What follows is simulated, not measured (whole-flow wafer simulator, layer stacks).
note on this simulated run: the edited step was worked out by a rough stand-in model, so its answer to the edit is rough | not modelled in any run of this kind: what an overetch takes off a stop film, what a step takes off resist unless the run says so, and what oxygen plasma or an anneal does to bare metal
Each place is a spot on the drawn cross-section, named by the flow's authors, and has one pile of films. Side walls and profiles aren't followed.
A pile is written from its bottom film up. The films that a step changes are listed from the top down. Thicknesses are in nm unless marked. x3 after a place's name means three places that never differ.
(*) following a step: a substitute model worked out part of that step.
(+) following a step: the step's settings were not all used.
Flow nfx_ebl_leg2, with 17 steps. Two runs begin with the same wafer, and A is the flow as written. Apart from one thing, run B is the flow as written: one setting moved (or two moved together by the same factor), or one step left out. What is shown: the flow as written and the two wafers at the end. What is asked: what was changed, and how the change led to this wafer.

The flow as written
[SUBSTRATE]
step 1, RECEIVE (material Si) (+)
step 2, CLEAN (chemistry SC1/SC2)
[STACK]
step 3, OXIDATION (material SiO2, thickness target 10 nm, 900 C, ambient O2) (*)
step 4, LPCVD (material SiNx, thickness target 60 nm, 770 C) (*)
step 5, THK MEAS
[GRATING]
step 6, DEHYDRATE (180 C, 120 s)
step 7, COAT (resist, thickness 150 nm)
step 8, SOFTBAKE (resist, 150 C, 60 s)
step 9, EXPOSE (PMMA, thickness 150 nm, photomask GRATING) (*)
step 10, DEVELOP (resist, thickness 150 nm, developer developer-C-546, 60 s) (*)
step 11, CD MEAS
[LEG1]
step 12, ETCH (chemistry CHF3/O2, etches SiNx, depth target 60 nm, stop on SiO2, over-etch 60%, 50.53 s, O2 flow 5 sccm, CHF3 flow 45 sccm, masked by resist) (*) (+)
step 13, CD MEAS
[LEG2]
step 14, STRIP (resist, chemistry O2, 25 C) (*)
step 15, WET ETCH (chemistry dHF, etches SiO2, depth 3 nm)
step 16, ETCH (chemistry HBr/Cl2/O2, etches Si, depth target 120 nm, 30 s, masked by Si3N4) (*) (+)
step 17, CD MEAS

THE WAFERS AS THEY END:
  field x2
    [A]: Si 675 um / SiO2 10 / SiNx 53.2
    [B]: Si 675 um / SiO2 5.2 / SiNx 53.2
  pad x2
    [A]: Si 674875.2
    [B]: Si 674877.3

What caused this: step 3, OXIDATION: thickness target 5.2 nm was run, while the flow as written has thickness target 10 nm.
One can read it off the wafer: field x2 has SiO2 5.2, and step 3 as written asks for 10 nm.

Step by step, how the change led to this:
  step 3, OXIDATION (material SiO2, thickness target 10 nm, 900 C, ambient O2) (*)
      field x2, pad x2: A +10 SiO2 (new film), -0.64 chemical SiO2 (all of it), -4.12 Si | B +5.2 SiO2 (new film), -0.64 chemical SiO2 (all of it), -2 Si
  step 12, ETCH (chemistry CHF3/O2, etches SiNx, depth target 60 nm, stop on SiO2, over-etch 60%, 50.53 s, O2 flow 5 sccm, CHF3 flow 45 sccm, masked by resist) (*) (+)
      pad x2: A -60 SiNx (all of it), -10 SiO2 (all of it) | B -60 SiNx (all of it), -5.2 SiO2 (all of it)
